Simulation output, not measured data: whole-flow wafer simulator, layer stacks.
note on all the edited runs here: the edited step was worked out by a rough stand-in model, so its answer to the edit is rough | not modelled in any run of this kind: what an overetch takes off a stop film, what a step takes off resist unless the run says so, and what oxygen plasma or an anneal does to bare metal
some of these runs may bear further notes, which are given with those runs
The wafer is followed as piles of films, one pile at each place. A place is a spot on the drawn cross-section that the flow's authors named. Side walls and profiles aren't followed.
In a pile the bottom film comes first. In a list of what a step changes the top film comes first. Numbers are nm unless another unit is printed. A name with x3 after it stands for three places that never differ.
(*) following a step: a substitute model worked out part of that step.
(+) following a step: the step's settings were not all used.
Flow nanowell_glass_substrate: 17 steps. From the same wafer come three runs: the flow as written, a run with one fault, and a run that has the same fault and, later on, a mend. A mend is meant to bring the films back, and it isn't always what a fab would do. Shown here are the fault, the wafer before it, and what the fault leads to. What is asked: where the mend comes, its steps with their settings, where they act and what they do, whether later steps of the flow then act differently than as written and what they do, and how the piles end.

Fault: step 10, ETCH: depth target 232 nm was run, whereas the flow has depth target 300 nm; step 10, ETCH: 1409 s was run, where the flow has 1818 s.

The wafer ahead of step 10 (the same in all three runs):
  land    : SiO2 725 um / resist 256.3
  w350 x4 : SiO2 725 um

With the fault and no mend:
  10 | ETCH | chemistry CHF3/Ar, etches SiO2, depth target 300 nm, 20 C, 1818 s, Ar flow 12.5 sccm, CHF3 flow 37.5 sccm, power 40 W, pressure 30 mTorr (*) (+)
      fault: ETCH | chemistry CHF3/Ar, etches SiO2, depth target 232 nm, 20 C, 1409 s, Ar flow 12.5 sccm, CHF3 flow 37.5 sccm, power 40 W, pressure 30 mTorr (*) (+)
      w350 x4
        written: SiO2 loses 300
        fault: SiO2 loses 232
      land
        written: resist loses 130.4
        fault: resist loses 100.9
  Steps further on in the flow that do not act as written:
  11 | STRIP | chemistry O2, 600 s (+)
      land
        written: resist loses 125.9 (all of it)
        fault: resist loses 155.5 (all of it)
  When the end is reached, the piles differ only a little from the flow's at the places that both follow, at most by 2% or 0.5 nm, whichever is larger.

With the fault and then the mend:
  After step 10 comes the mend.
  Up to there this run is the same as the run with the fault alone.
  10a | ETCH | chemistry CHF3/Ar, etches SiO2, depth target 68 nm, 20 C, 412.1 s, Ar flow 12.5 sccm, CHF3 flow 37.5 sccm, power 40 W, pressure 30 mTorr (*) (+) (the flow's step 10, run once more with other settings)
      w350 x4
        SiO2 loses 68
      land
        resist loses 29.6
  Later steps of the flow that are run all act as written at every place that is followed.
  By the end, the piles equal the flow's at every place that both follow.
